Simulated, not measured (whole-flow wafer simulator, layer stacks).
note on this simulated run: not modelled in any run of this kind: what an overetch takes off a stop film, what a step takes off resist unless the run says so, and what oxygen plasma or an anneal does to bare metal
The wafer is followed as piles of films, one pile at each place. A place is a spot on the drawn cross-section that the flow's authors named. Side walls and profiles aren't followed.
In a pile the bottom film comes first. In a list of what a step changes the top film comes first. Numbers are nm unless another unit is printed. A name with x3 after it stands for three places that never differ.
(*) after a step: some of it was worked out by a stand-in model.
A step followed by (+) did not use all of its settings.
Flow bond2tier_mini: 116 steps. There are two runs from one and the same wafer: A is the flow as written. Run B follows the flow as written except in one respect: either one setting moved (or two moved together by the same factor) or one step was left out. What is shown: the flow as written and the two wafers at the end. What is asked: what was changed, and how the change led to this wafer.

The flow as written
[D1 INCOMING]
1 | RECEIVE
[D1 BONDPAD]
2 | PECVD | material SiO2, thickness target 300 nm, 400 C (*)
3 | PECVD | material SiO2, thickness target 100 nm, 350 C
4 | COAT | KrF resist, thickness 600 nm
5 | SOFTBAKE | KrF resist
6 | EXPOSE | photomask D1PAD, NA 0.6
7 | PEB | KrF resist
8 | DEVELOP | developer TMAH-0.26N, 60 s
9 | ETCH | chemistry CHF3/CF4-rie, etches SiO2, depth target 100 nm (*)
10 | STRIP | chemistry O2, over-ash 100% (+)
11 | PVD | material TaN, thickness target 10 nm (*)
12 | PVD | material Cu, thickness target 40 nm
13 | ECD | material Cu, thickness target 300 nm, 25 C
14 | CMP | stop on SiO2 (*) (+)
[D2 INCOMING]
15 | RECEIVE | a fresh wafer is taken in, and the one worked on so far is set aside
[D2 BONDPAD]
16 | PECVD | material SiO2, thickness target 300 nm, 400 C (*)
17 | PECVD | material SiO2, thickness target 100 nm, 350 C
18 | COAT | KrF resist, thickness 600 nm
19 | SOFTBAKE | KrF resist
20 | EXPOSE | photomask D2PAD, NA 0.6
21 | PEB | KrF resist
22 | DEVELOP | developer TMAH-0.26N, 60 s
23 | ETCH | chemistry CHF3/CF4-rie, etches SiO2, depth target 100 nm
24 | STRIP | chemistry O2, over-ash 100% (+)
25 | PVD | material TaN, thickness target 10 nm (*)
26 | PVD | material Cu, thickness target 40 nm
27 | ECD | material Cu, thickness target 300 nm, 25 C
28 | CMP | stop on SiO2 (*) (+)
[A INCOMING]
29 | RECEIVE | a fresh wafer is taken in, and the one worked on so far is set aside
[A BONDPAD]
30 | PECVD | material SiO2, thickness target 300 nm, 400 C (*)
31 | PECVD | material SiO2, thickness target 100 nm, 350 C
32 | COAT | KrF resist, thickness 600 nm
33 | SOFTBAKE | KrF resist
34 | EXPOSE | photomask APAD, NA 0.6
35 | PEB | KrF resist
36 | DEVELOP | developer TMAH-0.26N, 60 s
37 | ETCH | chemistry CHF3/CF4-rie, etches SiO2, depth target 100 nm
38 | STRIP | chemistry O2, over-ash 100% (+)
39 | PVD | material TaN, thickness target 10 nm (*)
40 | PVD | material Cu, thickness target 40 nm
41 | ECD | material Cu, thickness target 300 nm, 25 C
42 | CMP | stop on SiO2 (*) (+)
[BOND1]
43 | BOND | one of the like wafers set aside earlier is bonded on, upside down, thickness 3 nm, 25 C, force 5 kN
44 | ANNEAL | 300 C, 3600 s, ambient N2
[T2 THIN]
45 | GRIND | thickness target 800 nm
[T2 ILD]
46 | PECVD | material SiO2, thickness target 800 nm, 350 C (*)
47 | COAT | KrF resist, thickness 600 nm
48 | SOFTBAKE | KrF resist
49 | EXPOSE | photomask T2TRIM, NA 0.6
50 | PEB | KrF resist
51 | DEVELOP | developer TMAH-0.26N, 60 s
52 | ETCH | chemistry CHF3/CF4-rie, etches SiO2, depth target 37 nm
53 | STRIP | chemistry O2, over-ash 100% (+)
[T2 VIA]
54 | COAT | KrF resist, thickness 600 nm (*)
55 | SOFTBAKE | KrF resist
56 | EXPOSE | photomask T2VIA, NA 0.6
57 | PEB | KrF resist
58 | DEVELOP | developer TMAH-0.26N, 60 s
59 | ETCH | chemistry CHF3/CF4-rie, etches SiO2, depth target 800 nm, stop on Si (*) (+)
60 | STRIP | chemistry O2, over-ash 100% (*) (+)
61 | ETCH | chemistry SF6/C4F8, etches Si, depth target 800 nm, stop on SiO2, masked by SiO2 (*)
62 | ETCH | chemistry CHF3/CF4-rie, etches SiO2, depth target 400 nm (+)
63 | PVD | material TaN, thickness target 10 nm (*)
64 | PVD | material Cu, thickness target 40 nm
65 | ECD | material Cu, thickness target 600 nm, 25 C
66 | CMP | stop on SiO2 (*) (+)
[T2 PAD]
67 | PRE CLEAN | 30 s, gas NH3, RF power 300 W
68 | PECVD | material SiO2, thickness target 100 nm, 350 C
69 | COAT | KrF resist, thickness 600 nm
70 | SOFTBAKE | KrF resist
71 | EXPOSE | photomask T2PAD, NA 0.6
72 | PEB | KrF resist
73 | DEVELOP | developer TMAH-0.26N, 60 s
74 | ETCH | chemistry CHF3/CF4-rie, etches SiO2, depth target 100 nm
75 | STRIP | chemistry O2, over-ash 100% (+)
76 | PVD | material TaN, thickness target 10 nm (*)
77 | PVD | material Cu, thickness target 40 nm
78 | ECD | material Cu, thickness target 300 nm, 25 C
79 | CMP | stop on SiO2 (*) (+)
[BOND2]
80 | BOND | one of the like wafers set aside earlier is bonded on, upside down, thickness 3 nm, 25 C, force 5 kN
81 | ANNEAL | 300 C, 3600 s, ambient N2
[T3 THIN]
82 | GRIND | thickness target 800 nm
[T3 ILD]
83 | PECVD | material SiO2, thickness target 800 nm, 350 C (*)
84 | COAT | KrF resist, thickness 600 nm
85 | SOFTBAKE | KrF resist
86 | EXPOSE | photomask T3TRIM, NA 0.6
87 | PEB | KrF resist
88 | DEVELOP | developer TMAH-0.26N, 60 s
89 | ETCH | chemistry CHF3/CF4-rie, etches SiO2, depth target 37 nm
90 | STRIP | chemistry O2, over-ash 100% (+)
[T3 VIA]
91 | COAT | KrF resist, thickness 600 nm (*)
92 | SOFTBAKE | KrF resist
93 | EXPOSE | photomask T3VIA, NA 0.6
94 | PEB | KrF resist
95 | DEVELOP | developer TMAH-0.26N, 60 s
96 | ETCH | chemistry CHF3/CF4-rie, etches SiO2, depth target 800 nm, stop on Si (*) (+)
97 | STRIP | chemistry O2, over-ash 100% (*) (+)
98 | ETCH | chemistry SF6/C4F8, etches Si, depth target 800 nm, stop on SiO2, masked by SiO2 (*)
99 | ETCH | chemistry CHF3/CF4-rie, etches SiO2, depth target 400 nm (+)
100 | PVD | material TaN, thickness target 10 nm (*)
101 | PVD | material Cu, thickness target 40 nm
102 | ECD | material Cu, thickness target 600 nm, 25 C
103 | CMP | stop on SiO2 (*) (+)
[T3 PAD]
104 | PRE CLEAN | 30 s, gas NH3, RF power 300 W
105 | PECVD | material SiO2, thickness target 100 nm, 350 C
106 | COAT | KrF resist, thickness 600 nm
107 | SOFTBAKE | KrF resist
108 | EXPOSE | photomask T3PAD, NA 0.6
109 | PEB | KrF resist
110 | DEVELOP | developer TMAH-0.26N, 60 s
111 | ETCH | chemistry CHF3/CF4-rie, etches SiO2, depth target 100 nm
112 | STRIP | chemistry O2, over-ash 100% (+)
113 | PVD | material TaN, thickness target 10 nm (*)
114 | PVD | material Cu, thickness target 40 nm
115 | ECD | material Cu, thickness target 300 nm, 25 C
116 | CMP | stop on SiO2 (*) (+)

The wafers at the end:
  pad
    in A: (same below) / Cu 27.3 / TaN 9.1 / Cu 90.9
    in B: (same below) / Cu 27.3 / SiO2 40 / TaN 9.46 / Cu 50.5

The reason: step 111, ETCH: depth target 60 nm was run, whereas the flow has depth target 100 nm.

How this came from the change, step by step:
  111 | ETCH | chemistry CHF3/CF4-rie, etches SiO2, depth target 100 nm
      pad: A -100 SiO2 (all of it) | B -60 SiO2
      field: A -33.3 KrF resist | B -20 KrF resist
  112 | STRIP | chemistry O2, over-ash 100% (+)
      field: A -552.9 KrF resist (all of it) | B -566.3 KrF resist (all of it)
  114 | PVD | material Cu, thickness target 40 nm
      pad: A +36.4 Cu (new film) | B +37.8 Cu (new film)
  115 | ECD | material Cu, thickness target 300 nm, 25 C
      pad: A +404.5 Cu | B +362.7 Cu
Taking metal films that touch as one body, pad has 4 bodies (between them, from the top down: SiO2 40; SiO2 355 / Si 800 / chemical SiO2 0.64 / SiO2 300; SiO2 355 / Si 800 / chemical SiO2 0.64 / SiO2 300); the flow as written gives 3 bodies (between them, from the top down: SiO2 355 / Si 800 / chemical SiO2 0.64 / SiO2 300; SiO2 355 / Si 800 / chemical SiO2 0.64 / SiO2 300).
